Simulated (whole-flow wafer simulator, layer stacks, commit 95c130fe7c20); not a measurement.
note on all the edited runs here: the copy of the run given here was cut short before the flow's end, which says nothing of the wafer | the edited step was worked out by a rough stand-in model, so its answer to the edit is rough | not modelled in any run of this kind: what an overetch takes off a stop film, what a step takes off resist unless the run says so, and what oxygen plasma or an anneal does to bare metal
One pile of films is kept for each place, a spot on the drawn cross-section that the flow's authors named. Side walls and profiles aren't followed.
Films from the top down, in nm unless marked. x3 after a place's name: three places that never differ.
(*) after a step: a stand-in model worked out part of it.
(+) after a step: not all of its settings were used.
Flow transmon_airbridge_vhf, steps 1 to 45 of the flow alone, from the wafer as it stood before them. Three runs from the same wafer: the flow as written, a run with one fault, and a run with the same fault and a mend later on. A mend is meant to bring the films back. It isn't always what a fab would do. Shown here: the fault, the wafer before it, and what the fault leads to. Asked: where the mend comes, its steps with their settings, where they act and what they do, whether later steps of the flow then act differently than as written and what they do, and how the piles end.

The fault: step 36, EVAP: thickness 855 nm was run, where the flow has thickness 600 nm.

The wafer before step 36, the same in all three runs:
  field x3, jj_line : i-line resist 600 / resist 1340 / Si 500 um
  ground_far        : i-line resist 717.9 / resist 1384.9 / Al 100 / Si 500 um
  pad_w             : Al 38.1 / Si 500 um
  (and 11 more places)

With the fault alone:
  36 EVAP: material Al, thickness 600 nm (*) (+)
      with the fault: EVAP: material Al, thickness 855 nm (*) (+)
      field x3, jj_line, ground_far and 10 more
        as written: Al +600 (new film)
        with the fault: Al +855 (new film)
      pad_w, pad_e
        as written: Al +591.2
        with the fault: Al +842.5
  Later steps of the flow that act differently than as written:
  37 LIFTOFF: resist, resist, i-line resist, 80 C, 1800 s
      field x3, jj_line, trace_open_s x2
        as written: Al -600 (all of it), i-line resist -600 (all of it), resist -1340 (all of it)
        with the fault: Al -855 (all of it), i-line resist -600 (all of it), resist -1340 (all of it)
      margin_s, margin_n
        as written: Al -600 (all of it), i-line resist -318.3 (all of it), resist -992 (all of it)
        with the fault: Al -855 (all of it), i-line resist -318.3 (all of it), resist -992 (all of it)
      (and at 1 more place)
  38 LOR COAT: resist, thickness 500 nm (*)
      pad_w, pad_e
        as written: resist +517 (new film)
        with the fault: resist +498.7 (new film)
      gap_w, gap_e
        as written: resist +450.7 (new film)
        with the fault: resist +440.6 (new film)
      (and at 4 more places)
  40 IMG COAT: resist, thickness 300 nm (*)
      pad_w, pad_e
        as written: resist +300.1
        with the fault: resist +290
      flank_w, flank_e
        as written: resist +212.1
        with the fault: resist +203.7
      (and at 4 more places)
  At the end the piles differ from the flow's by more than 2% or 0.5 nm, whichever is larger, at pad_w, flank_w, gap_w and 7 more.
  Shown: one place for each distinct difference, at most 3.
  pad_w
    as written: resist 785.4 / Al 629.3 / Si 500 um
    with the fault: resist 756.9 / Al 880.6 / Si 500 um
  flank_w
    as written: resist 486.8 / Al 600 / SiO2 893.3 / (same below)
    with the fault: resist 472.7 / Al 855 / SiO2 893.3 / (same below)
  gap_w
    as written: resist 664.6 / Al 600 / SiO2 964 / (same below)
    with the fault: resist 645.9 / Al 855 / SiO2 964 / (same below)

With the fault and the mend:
  The mend comes after step 36.
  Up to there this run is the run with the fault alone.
  36a METAL ETCH: etches Al, depth 255 nm (the flow's step 11 once more, with other settings)
      field x3, jj_line, ground_far and 12 more
        Al -255
  No later step of the flow acts differently than as written, at any place that is followed, by more than 2% or 0.5 nm, whichever is larger.
  At the end the piles differ from the flow's only slightly at the places that both follow, by at most 2% or 0.5 nm, whichever is larger.
